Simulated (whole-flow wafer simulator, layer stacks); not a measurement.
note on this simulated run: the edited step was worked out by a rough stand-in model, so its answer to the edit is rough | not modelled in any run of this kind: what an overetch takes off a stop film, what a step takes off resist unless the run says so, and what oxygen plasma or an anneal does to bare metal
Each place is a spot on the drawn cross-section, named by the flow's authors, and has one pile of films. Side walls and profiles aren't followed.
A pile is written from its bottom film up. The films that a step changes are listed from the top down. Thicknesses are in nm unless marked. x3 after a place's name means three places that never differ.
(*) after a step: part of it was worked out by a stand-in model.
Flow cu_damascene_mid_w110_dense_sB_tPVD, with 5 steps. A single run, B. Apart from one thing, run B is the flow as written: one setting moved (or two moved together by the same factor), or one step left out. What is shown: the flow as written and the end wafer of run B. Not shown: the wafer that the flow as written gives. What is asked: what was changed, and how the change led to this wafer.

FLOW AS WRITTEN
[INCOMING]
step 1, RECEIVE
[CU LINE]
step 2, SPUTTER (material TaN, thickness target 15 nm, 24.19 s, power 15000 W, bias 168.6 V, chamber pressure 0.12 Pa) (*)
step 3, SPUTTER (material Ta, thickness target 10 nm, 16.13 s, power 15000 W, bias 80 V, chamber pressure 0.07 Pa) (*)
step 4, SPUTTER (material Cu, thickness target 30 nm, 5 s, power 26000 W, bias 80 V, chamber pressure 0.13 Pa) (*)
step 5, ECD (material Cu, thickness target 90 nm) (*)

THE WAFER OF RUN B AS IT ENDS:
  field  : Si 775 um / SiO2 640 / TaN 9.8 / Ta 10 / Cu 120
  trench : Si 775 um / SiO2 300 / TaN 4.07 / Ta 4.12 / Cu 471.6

The reason: step 2, SPUTTER: thickness target 9.8 nm was run, though the flow has thickness target 15 nm.
The wafer lets one read it off: field has TaN 9.8, and step 2 as written asks for 15 nm.

The path from the change to this, step by step:
  step 2, SPUTTER (material TaN, thickness target 15 nm, 24.19 s, power 15000 W, bias 168.6 V, chamber pressure 0.12 Pa) (*)
      field: TaN gains 9.8 (new film) (in the flow as written it would be: TaN gains 15 (new film))
      trench: TaN gains 4.07 (new film) (in the flow as written it would be: TaN gains 6.23 (new film))
